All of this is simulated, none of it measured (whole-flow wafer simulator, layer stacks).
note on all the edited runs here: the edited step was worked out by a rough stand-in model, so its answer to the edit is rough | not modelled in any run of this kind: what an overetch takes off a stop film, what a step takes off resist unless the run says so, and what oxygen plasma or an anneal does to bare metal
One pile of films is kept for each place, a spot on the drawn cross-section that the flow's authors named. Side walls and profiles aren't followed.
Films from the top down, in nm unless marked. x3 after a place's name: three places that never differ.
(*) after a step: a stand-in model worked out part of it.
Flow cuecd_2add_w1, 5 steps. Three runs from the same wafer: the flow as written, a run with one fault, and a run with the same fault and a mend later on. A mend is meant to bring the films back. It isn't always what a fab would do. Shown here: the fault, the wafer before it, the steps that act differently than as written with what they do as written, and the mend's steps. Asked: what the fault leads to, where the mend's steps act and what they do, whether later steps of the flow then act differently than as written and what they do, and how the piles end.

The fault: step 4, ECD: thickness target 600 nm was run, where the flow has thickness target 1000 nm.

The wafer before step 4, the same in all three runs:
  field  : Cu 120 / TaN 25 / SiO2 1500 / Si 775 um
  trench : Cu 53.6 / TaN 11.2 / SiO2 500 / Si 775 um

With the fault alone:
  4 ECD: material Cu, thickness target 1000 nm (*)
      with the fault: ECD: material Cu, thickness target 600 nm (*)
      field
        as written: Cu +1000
        with the fault: Cu +600
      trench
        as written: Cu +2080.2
        with the fault: Cu +1680.2
  No later step of the flow acts differently than as written at any place that is followed.
  At the end the piles differ from the flow's by more than 2% or 0.5 nm, whichever is larger, at field, trench.
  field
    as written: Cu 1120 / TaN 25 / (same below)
    with the fault: Cu 720 / TaN 25 / (same below)
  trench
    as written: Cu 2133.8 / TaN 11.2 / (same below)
    with the fault: Cu 1733.8 / TaN 11.2 / (same below)

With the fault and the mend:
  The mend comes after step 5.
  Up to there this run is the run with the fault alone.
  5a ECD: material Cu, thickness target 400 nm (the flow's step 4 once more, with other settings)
      field, trench
        Cu +400
  No later step of the flow acts differently than as written at any place that is followed.
  At the end the piles are the same as the flow's at every place that both follow.
